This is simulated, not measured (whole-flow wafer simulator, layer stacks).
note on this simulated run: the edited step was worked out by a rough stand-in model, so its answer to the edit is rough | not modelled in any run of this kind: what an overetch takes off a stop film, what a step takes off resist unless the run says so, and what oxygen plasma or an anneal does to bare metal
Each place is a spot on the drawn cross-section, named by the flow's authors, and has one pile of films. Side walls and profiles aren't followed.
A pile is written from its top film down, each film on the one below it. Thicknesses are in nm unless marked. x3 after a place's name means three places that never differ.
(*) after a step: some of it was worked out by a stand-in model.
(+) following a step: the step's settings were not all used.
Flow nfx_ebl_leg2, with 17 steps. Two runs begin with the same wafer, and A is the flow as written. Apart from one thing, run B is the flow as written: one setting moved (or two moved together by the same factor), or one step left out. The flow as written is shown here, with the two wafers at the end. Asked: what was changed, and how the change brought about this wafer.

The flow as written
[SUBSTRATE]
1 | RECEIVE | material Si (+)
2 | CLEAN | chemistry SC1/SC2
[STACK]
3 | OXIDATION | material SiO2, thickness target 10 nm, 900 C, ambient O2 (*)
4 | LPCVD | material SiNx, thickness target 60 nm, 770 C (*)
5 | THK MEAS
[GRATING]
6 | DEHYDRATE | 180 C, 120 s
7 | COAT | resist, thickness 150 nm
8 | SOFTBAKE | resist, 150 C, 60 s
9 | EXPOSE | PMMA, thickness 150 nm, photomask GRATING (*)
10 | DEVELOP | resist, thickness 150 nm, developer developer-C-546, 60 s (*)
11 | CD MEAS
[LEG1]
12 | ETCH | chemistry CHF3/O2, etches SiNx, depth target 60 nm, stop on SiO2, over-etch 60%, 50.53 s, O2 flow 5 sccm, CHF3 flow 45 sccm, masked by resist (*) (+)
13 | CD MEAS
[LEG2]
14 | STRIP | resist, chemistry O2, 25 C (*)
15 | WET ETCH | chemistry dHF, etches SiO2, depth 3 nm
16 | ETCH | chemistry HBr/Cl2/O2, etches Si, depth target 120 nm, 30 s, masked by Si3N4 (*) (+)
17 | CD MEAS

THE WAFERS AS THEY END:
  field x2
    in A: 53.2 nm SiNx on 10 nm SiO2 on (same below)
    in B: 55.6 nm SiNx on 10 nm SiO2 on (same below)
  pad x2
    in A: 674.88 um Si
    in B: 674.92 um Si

What caused this: step 16, ETCH: depth target 77.5 nm was run, though the flow has depth target 120 nm; step 16, ETCH: 19.38 s was run, where the flow has 30 s.

Step by step, how the change led to this:
  16 | ETCH | chemistry HBr/Cl2/O2, etches Si, depth target 120 nm, 30 s, masked by Si3N4 (*) (+)
      field x2: A SiNx loses 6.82 | B SiNx loses 4.4
      pad x2: A Si loses 120 | B Si loses 77.5
